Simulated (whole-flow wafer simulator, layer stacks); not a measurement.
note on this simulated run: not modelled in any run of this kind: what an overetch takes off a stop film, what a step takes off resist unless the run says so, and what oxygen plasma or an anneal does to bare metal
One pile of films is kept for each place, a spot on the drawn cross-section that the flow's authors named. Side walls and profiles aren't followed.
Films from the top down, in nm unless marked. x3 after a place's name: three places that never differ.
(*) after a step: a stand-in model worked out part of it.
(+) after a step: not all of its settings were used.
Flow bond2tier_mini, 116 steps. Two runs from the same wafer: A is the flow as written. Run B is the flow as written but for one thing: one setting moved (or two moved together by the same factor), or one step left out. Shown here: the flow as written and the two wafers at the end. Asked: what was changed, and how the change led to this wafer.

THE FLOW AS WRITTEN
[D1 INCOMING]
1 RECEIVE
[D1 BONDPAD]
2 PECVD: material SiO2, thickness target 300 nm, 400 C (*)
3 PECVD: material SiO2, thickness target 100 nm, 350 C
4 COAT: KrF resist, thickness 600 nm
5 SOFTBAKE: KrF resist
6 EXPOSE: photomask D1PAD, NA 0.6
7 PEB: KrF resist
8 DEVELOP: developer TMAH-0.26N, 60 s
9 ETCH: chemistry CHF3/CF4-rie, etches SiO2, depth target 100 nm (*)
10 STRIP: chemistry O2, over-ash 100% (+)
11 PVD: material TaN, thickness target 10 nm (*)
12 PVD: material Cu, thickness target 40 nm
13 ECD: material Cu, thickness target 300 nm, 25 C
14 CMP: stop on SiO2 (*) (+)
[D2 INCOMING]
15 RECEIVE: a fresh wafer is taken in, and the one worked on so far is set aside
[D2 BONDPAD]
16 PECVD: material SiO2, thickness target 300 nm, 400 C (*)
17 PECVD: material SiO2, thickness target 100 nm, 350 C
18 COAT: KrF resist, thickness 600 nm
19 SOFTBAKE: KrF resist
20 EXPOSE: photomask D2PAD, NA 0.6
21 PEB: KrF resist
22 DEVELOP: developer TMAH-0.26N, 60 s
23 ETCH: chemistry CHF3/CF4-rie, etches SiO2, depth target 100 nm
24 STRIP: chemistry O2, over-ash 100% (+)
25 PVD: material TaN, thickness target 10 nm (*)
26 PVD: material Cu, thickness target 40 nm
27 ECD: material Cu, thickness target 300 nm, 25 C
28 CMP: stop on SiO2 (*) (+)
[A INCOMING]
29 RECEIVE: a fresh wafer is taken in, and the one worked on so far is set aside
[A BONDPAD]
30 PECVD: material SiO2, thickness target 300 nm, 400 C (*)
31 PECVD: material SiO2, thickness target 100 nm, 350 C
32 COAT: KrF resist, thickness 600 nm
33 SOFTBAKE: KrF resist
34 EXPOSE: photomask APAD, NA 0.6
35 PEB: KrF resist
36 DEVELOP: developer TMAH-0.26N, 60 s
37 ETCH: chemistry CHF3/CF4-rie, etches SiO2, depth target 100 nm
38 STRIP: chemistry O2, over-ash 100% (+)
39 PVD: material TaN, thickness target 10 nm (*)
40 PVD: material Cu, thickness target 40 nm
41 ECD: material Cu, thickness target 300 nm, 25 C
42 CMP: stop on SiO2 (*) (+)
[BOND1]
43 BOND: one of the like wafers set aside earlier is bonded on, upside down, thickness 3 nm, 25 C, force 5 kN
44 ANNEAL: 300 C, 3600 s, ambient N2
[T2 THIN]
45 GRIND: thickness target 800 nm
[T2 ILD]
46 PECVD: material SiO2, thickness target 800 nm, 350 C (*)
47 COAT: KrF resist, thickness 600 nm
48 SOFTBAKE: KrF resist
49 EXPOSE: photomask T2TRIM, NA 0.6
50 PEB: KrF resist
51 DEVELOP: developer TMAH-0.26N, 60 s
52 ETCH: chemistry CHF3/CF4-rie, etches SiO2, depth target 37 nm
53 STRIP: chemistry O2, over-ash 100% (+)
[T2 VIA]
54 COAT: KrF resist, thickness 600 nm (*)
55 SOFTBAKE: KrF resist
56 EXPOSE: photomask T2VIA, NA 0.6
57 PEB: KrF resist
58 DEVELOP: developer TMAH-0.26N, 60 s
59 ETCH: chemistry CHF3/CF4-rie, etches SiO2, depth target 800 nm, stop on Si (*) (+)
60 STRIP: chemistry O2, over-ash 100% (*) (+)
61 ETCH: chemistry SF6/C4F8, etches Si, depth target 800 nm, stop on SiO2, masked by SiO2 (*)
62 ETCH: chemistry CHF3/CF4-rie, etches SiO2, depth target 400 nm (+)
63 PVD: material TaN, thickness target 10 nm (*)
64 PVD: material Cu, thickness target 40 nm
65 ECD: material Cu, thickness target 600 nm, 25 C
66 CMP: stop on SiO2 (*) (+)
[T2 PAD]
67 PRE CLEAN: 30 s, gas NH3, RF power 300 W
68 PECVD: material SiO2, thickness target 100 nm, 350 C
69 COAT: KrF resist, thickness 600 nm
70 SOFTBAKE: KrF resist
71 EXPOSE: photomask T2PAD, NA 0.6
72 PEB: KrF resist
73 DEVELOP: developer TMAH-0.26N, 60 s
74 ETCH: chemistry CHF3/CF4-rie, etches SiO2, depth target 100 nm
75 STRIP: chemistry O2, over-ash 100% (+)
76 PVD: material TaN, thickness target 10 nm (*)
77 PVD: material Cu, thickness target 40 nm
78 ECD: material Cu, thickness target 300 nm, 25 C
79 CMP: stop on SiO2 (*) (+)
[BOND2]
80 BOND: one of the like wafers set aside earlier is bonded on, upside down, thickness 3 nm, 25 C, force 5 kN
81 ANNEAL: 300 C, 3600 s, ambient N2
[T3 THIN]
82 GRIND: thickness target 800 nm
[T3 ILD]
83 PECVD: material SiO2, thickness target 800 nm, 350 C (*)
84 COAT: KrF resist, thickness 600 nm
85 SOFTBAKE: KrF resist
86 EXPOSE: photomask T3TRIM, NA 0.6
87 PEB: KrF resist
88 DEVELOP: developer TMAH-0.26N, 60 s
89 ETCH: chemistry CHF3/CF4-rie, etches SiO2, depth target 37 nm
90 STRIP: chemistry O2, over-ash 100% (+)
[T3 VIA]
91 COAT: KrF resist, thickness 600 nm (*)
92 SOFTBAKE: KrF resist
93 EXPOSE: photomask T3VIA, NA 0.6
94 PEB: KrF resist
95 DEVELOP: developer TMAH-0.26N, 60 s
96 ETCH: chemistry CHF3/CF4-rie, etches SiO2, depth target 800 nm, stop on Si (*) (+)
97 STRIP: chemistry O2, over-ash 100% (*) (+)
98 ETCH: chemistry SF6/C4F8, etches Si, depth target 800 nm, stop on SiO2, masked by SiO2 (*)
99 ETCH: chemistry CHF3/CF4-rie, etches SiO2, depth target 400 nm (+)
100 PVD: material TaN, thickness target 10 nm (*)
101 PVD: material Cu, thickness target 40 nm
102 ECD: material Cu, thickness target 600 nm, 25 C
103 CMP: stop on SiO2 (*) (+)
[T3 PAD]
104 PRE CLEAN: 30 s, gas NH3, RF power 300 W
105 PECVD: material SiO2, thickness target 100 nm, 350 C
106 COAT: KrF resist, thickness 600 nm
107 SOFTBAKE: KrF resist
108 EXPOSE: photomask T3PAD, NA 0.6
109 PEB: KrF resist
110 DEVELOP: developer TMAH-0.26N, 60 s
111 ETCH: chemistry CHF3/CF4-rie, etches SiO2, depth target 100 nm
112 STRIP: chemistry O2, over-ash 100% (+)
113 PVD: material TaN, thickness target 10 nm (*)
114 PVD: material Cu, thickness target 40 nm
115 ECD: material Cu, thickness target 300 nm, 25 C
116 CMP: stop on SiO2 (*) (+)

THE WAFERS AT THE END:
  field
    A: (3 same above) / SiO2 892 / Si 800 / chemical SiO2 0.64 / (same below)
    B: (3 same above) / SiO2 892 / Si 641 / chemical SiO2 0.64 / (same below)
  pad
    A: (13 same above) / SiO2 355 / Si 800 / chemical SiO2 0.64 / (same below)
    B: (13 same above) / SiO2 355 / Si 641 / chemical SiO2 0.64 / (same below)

The cause: step 45, GRIND: thickness target 641 nm was run, where the flow has thickness target 800 nm.
It can be read off the wafer: field has Si 641, and step 45 as written asks for 800 nm.

How the change led to this, step by step:
  45 GRIND: thickness target 800 nm
      field, pad, via: A Si -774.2 um | B Si -774.36 um
